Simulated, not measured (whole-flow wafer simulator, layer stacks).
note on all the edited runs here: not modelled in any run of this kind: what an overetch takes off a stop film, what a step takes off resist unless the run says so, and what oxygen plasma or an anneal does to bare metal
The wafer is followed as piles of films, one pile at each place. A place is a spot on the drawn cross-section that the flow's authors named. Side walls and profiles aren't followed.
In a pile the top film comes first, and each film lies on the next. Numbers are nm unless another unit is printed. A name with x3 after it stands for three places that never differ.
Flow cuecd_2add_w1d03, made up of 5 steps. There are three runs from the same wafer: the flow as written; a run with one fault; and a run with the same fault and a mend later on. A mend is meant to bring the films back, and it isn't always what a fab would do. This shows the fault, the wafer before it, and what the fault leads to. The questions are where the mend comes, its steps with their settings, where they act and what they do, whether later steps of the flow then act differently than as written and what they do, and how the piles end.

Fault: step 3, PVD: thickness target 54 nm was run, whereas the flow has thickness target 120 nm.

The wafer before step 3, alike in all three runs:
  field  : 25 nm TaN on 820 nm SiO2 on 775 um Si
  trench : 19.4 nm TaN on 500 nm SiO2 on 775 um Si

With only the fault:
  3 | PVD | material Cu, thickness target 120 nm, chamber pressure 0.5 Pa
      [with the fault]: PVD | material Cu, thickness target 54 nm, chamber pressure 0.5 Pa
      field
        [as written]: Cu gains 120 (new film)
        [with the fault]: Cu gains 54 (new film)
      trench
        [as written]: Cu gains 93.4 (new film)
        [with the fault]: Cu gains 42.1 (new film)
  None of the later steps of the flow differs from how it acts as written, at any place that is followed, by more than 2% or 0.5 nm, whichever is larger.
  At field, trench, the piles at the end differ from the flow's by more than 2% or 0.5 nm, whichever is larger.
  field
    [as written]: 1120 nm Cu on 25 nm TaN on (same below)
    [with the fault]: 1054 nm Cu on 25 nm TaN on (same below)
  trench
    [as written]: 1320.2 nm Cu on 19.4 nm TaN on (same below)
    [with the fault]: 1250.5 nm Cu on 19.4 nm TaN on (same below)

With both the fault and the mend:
  The mend follows step 3.
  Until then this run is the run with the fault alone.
  3a | PVD | material Cu, thickness target 66 nm, chamber pressure 0.5 Pa (the flow's step 3 again, with other settings)
      field
        Cu gains 66
      trench
        Cu gains 50.2
  None of the later steps of the flow differs from how it acts as written, at any place that is followed, by more than 2% or 0.5 nm, whichever is larger.
  The piles end only slightly different from the flow's at the places that both follow, by no more than 2% or 0.5 nm, whichever is larger.
